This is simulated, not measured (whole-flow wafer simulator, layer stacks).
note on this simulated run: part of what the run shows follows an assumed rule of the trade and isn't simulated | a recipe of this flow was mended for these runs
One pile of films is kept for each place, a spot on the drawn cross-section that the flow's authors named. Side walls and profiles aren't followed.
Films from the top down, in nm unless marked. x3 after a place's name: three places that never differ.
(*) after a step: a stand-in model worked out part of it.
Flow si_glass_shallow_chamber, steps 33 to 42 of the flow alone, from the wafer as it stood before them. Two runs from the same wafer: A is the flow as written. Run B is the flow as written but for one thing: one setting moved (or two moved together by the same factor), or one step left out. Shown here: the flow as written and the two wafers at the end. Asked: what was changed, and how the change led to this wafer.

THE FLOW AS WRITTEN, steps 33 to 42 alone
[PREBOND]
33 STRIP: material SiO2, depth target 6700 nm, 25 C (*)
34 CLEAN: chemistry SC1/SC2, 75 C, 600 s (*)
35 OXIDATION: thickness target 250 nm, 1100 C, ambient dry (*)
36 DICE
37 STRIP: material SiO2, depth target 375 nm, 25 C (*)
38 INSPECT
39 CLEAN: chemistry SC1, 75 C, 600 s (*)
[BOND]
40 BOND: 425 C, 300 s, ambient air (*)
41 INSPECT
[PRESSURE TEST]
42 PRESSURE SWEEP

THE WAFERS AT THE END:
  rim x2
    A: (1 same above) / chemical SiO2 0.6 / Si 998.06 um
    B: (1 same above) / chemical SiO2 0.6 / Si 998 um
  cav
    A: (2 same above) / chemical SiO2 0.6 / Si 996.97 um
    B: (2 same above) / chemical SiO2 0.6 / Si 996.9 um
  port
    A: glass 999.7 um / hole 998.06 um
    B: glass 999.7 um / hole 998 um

The cause: step 35, OXIDATION: thickness target 400 nm was run, where the flow has thickness target 250 nm.

How the change led to this, step by step:
  35 OXIDATION: thickness target 250 nm, 1100 C, ambient dry (*)
      rim x2, cav, septum, ring: A SiO2 +250 (new film), chemical SiO2 -0.6 (all of it), Si -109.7 | B SiO2 +400 (new film), chemical SiO2 -0.6 (all of it), Si -175.7
  37 STRIP: material SiO2, depth target 375 nm, 25 C (*)
      rim x2, cav, septum, ring: A SiO2 -250 (all of it) | B SiO2 -400 (all of it)
  40 BOND: 425 C, 300 s, ambient air (*)
      port: A glass +999.7 um (new film), hole +1017.3 | B glass +999.7 um (new film), hole +951.3
